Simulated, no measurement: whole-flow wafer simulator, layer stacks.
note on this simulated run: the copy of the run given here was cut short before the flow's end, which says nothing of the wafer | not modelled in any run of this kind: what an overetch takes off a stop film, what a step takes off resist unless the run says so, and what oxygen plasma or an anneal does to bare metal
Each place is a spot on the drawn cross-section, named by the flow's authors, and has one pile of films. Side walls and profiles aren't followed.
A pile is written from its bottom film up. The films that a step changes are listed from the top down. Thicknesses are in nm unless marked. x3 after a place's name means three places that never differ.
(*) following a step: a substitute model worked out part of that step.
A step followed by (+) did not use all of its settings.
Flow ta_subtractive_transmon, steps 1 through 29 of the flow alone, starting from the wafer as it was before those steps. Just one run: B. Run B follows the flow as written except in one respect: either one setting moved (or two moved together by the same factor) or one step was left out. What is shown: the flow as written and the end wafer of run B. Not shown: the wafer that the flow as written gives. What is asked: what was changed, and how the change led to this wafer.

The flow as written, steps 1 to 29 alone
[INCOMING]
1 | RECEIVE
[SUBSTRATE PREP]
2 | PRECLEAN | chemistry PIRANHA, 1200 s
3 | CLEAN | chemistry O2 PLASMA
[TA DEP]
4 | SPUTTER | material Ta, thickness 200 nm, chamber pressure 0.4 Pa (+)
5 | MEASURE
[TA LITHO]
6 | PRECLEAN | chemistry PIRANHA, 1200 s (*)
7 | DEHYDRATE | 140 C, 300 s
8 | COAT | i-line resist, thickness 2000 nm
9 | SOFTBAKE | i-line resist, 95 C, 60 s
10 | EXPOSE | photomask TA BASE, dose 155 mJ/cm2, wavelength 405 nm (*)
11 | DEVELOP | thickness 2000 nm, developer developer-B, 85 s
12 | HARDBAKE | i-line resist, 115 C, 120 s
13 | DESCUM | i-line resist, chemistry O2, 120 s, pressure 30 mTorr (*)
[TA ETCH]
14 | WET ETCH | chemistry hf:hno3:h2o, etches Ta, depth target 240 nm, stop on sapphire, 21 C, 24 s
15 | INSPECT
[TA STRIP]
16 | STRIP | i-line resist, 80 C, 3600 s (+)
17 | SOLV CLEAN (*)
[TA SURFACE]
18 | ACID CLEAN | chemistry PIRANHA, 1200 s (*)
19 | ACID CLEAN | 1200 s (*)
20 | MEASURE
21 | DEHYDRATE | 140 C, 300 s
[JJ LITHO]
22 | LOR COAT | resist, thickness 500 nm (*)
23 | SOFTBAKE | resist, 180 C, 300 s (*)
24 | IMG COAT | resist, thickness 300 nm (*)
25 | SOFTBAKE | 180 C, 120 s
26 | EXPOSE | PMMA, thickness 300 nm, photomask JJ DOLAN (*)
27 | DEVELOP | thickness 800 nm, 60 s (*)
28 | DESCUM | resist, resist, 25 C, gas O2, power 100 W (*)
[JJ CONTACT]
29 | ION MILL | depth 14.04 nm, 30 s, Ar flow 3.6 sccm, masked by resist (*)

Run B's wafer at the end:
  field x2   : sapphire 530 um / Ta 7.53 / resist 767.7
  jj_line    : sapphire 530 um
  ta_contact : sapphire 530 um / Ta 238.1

Cause: step 4, SPUTTER: thickness 247.8 nm was run, whereas the flow has thickness 200 nm.

Step by step, how the change led to this:
  4 | SPUTTER | material Ta, thickness 200 nm, chamber pressure 0.4 Pa (+)
      field x2, jj_line, lead, ta_contact, ta_pad: Ta gains 247.8 (new film) (it would be, as written: Ta gains 200 (new film))
  14 | WET ETCH | chemistry hf:hno3:h2o, etches Ta, depth target 240 nm, stop on sapphire, 21 C, 24 s
      field x2, jj_line, lead: Ta loses 240 (it would be, as written: Ta loses 200 (all of it))
  22 | LOR COAT | resist, thickness 500 nm (*)
      ta_contact: resist gains 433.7 (new film) (it would be, as written: resist gains 443.8 (new film))
  29 | ION MILL | depth 14.04 nm, 30 s, Ar flow 3.6 sccm, masked by resist (*)
      jj_line, lead: Ta loses 7.53 (all of it), sapphire loses 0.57 (it would be, as written: sapphire loses 2.8)
Taking metal films that touch as one body, field x2 has 1 body; the flow as written gives 0 bodies.
